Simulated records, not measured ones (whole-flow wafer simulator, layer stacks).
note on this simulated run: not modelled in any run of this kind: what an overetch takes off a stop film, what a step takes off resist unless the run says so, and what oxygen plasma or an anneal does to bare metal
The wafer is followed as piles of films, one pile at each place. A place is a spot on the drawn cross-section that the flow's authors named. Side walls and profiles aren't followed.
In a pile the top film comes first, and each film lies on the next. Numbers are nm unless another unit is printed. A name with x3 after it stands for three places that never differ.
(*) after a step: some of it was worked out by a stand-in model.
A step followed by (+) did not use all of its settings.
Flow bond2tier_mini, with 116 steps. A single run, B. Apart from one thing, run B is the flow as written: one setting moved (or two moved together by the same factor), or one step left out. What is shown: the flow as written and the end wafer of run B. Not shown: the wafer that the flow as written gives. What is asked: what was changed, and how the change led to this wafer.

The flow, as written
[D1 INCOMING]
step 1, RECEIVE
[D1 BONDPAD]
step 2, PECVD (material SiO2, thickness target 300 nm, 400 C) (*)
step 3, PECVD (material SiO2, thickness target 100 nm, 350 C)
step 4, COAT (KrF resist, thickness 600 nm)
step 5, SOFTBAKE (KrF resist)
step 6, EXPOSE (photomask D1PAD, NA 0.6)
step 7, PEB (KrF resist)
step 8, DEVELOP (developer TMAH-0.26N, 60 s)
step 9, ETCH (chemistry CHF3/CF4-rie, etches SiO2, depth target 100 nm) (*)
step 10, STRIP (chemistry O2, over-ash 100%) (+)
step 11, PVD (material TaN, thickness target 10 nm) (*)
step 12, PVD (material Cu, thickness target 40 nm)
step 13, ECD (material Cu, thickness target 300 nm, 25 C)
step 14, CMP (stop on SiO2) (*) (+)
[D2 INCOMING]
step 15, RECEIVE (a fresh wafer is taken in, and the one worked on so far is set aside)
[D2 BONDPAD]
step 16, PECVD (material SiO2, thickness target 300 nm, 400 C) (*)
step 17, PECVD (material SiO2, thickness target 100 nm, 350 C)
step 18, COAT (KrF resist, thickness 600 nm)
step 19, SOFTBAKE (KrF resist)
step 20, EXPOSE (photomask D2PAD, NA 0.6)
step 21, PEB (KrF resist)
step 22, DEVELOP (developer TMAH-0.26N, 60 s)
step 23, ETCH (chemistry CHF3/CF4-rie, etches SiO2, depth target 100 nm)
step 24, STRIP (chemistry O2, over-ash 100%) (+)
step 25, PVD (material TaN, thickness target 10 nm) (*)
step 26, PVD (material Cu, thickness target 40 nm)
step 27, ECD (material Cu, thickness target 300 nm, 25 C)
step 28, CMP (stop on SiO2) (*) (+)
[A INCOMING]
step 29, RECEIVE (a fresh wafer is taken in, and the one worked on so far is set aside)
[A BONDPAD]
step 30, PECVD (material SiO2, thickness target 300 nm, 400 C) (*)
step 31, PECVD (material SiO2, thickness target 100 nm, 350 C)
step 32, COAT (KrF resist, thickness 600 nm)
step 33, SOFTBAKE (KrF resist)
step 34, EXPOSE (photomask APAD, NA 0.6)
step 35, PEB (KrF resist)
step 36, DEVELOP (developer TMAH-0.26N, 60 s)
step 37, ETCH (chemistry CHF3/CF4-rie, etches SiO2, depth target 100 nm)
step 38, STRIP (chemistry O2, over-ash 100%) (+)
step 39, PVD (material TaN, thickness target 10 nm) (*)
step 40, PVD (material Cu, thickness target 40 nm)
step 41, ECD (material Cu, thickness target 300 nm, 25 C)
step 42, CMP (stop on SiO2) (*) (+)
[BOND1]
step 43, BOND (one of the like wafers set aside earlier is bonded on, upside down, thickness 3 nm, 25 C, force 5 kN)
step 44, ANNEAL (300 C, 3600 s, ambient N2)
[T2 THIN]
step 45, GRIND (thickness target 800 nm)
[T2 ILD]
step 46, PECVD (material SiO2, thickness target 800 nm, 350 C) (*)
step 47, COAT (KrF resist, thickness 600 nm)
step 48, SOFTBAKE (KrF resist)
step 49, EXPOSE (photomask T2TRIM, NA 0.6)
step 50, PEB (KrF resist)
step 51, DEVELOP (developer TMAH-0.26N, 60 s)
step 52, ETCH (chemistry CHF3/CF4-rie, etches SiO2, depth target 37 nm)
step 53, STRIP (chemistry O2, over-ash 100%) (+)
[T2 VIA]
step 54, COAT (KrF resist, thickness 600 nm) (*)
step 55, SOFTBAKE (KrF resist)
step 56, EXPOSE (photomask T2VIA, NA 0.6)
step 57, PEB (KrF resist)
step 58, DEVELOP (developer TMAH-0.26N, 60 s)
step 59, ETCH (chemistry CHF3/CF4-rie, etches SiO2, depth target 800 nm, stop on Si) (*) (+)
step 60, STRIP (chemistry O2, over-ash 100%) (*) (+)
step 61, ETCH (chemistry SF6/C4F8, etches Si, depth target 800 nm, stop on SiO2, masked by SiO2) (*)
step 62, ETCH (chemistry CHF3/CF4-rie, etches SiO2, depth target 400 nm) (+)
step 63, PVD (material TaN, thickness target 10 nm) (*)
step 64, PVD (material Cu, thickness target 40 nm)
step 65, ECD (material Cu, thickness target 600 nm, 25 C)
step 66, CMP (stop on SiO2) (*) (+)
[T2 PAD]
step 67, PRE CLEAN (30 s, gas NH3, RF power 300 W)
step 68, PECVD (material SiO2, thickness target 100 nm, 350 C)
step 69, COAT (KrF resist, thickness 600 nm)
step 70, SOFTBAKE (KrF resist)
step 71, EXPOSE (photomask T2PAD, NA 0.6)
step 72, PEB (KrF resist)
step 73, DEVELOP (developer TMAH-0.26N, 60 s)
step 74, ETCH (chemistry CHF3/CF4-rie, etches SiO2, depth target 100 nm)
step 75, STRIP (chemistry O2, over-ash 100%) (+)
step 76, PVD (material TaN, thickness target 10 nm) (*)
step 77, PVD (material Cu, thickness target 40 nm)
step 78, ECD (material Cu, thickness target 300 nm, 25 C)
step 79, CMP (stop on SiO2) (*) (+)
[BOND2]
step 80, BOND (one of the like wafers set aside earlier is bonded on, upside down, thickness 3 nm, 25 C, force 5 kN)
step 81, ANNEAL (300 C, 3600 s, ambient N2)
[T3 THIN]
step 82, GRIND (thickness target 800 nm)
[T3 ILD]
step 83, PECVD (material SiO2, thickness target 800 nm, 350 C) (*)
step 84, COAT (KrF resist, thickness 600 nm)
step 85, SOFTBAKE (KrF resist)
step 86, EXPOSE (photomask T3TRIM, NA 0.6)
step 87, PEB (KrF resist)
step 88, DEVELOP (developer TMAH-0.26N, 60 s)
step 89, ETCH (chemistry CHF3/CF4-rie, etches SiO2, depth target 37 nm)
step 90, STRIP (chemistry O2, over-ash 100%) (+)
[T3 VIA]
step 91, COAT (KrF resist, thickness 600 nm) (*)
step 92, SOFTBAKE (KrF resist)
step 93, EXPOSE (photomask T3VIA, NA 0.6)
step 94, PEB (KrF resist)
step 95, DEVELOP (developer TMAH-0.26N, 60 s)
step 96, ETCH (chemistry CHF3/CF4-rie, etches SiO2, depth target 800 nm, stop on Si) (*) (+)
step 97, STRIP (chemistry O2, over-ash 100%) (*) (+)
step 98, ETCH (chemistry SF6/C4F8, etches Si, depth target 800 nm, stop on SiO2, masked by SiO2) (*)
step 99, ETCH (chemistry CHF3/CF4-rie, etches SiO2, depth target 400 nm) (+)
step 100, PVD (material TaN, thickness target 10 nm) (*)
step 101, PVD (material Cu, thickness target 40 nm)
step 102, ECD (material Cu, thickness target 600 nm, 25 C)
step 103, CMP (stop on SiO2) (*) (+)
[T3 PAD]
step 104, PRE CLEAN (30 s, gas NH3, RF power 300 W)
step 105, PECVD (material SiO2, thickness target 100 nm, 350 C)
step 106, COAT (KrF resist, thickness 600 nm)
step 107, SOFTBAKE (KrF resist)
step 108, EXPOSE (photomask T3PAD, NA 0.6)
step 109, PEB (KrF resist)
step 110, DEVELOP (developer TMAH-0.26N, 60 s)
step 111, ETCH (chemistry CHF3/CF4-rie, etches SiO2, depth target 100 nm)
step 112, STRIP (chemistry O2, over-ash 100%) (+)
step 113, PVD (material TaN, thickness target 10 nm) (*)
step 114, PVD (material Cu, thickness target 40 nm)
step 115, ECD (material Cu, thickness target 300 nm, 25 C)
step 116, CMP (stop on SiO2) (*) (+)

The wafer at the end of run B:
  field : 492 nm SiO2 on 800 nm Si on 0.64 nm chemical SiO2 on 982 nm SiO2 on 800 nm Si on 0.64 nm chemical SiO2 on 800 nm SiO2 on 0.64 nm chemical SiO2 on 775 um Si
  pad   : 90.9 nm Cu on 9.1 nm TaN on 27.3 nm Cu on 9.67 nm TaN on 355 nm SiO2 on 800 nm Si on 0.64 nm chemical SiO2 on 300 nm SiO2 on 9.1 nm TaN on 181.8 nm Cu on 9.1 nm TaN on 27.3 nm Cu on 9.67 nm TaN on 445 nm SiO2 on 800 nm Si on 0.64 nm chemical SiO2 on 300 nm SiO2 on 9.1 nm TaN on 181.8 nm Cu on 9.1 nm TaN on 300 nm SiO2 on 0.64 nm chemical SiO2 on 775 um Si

What caused this: step 62, ETCH: depth target 310 nm was run, whereas the flow has depth target 400 nm.

How this came from the change, step by step:
  step 62, ETCH (chemistry CHF3/CF4-rie, etches SiO2, depth target 400 nm) (+)
      field, pad: -310 SiO2 (in the flow as written it would be: -400 SiO2)
